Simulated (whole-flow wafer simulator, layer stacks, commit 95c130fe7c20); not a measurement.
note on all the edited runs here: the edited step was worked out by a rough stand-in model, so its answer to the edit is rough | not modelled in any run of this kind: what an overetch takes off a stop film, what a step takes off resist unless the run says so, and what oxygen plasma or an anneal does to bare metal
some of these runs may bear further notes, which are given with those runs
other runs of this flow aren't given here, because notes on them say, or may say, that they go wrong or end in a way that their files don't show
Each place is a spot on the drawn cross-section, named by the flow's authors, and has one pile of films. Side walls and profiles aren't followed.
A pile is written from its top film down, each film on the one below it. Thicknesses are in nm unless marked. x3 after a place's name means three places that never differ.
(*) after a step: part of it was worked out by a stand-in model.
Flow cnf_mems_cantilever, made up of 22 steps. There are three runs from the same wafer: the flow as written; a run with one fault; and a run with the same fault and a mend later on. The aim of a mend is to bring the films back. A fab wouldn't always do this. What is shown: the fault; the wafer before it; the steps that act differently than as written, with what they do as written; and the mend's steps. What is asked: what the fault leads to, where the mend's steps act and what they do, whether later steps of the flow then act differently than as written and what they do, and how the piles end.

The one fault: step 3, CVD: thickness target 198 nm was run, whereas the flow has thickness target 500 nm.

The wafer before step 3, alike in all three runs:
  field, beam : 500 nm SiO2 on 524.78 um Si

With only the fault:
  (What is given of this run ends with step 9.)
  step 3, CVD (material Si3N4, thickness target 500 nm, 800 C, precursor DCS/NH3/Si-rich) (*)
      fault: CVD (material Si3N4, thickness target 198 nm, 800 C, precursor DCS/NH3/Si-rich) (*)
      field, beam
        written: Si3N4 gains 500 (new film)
        fault: Si3N4 gains 198 (new film)
  None of the later steps of the flow up to step 9 acts differently than as written at any place that is followed.
  Once step 9 is done, the piles at field, beam depart from the flow's by more than 2% or 0.5 nm, whichever is larger.
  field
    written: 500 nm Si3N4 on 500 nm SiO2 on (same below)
    fault: 198 nm Si3N4 on 500 nm SiO2 on (same below)
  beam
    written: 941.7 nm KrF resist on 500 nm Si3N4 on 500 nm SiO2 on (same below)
    fault: 941.7 nm KrF resist on 198 nm Si3N4 on 500 nm SiO2 on (same below)

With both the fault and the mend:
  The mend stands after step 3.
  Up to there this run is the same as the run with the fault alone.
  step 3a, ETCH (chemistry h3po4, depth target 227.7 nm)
      field, beam
        Si3N4 loses 198 (all of it)
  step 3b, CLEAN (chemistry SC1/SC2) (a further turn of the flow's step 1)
      alters no film at any place that is followed
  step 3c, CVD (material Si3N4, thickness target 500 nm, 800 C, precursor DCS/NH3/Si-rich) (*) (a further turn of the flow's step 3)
      field, beam
        Si3N4 gains 500 (new film)
  None of the later steps of the flow acts differently than as written at any place that is followed.
  By the end, the piles equal the flow's at every place that both follow.
